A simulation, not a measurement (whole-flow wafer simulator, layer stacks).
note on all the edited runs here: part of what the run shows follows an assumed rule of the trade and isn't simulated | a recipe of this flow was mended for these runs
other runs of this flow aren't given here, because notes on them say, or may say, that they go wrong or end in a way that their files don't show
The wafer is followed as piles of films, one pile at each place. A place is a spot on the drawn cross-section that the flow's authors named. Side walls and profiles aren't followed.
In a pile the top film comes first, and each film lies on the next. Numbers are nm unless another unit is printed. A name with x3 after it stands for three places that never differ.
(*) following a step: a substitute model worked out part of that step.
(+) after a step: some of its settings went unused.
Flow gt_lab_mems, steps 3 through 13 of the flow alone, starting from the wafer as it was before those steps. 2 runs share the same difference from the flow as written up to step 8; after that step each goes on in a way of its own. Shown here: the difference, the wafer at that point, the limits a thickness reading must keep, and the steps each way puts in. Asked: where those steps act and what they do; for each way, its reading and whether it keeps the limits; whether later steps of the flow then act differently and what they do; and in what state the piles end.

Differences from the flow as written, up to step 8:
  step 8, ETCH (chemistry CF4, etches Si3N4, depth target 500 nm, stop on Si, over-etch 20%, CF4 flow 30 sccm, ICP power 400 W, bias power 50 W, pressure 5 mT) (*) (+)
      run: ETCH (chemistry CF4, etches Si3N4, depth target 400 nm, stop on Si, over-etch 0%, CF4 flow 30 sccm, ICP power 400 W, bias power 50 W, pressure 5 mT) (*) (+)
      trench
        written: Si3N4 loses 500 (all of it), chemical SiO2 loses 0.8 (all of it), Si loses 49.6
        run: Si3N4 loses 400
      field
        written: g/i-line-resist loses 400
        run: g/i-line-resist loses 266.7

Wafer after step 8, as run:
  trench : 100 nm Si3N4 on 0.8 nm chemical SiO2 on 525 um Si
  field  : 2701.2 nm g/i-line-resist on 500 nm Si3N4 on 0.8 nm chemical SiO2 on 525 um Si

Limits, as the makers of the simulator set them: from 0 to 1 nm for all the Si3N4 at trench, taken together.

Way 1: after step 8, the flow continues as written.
  The reading taken after step 8 is 100 nm, which is outside the limits.
  Later steps of the flow acting differently than as written (not shown: 1 more step that differs only slightly, by at most 2% or 0.5 nm, whichever is larger):
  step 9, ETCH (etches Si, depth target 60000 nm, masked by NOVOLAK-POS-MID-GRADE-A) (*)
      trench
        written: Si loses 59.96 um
        way: Si3N4 loses 100 (all of it), chemical SiO2 loses 0.8 (all of it), Si loses 54.96 um
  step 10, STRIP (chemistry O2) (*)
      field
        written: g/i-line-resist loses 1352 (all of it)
        way: g/i-line-resist loses 1485.3 (all of it)
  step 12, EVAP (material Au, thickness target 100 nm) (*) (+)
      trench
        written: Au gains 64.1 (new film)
        way: Au gains 66.9 (new film)
  By the end, the piles at trench depart from the flow's by more than 2% or 0.5 nm, whichever is larger.
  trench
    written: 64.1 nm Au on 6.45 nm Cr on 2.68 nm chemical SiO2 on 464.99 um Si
    way: 66.9 nm Au on 6.73 nm Cr on 2.69 nm chemical SiO2 on 470.04 um Si

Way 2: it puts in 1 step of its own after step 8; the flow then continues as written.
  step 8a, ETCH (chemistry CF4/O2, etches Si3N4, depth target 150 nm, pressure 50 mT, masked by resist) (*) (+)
      field
        g/i-line-resist loses 100
      trench
        Si3N4 loses 100 (all of it), chemical SiO2 loses 0.8 (all of it), Si loses 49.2
  The reading taken after step 8a is 0 nm, which is within the limits.
  Later steps of the flow acting differently than as written:
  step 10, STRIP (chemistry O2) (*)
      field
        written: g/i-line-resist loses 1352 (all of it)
        way: g/i-line-resist loses 1385.3 (all of it)
  The piles end only slightly different from the flow's at the places that both follow, by no more than 2% or 0.5 nm, whichever is larger.

Inside the limits: way 2. Outside the limits: way 1.
